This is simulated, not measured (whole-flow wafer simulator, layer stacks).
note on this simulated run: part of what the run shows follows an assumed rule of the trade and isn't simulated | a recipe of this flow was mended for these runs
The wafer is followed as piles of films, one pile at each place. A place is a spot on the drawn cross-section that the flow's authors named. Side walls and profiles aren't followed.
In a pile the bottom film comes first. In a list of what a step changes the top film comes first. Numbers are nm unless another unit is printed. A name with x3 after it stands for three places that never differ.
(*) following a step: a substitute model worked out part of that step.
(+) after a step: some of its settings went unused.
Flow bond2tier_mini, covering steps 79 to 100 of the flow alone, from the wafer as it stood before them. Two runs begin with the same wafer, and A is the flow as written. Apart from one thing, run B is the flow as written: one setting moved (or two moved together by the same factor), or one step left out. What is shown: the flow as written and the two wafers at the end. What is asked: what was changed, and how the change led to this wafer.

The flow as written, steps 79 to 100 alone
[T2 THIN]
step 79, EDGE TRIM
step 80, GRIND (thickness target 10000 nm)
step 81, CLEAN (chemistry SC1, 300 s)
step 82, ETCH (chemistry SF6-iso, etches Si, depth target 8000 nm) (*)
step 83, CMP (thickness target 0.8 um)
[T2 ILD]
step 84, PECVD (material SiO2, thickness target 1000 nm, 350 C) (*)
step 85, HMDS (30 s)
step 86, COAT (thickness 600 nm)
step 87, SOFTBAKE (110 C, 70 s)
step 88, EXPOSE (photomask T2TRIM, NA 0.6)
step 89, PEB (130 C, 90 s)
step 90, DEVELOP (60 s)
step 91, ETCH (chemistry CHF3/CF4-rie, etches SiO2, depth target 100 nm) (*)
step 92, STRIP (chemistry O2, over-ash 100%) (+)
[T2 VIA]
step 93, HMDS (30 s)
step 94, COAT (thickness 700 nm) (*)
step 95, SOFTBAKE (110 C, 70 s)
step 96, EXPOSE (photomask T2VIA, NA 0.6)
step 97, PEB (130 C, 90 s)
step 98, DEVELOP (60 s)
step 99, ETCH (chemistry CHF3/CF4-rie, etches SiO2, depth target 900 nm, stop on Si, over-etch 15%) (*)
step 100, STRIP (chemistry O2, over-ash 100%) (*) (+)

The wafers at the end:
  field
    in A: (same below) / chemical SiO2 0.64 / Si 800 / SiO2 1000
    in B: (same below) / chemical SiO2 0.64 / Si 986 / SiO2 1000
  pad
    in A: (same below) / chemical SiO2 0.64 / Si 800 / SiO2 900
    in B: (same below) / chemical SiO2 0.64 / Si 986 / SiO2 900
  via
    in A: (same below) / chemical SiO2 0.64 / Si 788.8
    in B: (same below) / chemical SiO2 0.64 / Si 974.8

What caused this: step 83, CMP: thickness target 0.986 um was run, while the flow as written has thickness target 0.8 um.

The path from the change to this, step by step:
  step 83, CMP (thickness target 0.8 um)
      field, pad, via: A Si loses 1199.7 | B Si loses 1013.7
